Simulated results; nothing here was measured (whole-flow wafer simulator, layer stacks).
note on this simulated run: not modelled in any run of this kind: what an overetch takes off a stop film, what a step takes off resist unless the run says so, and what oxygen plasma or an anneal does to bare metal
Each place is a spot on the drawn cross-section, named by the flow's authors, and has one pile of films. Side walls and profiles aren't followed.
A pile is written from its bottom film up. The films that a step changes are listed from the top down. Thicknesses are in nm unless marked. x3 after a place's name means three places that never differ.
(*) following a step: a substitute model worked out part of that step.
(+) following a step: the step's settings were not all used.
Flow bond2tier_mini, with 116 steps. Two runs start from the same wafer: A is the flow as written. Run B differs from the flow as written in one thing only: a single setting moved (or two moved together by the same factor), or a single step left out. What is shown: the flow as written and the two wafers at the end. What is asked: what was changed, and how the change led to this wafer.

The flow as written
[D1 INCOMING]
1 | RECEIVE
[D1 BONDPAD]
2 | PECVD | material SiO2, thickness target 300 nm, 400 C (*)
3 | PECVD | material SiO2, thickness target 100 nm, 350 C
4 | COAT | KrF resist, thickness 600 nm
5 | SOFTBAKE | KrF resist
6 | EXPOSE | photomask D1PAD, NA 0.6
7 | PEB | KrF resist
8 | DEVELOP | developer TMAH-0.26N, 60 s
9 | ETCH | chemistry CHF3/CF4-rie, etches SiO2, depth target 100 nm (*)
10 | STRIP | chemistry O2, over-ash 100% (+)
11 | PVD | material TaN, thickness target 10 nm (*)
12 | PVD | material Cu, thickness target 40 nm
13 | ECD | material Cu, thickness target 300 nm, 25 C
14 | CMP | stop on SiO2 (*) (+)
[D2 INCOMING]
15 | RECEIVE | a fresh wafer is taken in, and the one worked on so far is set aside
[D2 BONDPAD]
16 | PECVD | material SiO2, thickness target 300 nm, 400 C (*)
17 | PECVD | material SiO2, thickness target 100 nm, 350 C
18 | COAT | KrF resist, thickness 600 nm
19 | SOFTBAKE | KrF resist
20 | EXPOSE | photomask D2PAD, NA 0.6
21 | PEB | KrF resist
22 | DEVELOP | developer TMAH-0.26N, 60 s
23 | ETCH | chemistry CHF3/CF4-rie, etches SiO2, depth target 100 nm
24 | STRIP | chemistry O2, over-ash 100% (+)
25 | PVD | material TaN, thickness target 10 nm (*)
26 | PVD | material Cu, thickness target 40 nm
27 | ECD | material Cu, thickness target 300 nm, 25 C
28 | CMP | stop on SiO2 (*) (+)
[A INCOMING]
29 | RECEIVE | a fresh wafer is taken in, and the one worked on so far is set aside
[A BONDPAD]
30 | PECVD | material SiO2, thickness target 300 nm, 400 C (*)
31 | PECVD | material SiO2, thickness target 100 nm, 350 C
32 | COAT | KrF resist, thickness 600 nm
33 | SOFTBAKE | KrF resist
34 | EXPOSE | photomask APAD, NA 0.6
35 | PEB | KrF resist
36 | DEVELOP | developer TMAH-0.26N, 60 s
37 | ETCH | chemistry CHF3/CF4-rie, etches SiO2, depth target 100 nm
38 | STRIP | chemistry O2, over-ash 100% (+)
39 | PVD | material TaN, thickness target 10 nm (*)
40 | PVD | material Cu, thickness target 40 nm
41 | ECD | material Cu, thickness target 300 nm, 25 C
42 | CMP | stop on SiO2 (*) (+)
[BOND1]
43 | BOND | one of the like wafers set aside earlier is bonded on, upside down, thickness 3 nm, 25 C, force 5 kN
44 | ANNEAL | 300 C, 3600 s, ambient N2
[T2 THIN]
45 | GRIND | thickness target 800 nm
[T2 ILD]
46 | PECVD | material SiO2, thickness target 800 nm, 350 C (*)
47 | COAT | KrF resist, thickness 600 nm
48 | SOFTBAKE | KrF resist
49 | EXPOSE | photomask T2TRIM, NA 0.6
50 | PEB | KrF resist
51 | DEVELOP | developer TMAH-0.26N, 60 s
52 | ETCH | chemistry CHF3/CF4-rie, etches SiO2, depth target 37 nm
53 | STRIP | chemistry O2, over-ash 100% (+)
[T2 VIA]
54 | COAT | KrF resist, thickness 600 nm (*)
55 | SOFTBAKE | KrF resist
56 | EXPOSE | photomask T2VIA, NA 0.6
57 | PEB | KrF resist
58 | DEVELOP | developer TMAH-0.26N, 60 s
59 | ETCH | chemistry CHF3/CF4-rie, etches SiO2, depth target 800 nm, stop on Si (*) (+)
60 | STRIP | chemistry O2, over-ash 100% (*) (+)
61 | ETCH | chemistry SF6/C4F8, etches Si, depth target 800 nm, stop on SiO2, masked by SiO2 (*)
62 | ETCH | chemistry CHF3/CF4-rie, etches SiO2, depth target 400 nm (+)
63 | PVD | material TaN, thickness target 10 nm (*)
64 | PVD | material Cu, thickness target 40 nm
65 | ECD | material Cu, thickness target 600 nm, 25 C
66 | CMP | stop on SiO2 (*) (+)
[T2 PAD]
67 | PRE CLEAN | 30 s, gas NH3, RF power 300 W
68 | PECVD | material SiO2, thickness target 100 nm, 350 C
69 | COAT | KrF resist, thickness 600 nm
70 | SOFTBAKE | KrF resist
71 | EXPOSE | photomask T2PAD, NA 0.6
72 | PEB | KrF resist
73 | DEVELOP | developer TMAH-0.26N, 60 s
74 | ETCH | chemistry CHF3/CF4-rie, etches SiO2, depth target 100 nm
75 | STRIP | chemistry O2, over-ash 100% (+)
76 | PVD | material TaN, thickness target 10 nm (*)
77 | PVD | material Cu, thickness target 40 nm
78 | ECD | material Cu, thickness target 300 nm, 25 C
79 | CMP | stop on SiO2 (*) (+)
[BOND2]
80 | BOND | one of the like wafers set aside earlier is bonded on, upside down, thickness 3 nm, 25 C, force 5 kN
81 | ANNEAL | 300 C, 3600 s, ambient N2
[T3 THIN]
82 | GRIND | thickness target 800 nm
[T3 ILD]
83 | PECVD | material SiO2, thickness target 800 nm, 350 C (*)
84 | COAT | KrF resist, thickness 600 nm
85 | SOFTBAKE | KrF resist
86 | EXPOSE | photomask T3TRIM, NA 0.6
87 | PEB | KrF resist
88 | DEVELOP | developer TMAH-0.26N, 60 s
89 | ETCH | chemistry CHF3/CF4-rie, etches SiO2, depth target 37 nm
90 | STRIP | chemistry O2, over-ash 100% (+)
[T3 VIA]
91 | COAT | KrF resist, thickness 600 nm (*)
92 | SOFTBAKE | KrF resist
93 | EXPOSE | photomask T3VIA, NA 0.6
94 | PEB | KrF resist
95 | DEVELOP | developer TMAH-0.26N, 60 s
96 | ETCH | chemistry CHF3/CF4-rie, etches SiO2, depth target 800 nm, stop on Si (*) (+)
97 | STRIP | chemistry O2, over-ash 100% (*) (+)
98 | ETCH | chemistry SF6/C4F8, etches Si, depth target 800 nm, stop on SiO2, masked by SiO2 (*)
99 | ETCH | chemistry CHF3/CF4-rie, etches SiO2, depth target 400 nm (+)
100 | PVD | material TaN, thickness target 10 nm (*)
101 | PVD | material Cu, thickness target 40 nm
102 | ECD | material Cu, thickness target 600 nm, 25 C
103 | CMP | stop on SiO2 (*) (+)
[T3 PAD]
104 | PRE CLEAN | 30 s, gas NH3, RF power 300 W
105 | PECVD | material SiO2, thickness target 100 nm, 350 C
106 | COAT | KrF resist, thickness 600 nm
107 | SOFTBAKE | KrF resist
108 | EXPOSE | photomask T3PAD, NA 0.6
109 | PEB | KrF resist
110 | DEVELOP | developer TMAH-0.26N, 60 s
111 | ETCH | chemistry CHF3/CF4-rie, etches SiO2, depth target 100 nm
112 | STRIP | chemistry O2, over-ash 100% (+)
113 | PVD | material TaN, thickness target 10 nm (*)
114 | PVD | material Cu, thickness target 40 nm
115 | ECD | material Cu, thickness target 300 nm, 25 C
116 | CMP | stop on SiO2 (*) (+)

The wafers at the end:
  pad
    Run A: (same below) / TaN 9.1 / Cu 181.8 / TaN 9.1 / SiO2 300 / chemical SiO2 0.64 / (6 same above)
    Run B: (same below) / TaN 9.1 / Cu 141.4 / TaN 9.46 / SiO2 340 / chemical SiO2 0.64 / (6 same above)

The reason: step 23, ETCH: depth target 60 nm was run, while the flow as written has depth target 100 nm.

The path from the change to this, step by step:
  23 | ETCH | chemistry CHF3/CF4-rie, etches SiO2, depth target 100 nm
      pad, via: A -100 SiO2 | B -60 SiO2
      field: A -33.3 KrF resist | B -20 KrF resist
  24 | STRIP | chemistry O2, over-ash 100% (+)
      field: A -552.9 KrF resist (all of it) | B -566.3 KrF resist (all of it)
  26 | PVD | material Cu, thickness target 40 nm
      pad: A +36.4 Cu (new film) | B +37.8 Cu (new film)
  27 | ECD | material Cu, thickness target 300 nm, 25 C
      pad: A +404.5 Cu | B +362.7 Cu
      via: A +400.2 Cu | B +360 Cu
  80 | BOND | one of the like wafers set aside earlier is bonded on, upside down, thickness 3 nm, 25 C, force 5 kN
      pad: A +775 um Si (new film), +0.64 chemical SiO2 (new film), +300 SiO2 (new film), +9.1 TaN (new film), +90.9 Cu | B +775 um Si (new film), +0.64 chemical SiO2 (new film), +340 SiO2 (new film), +9.46 TaN (new film), +50.5 Cu
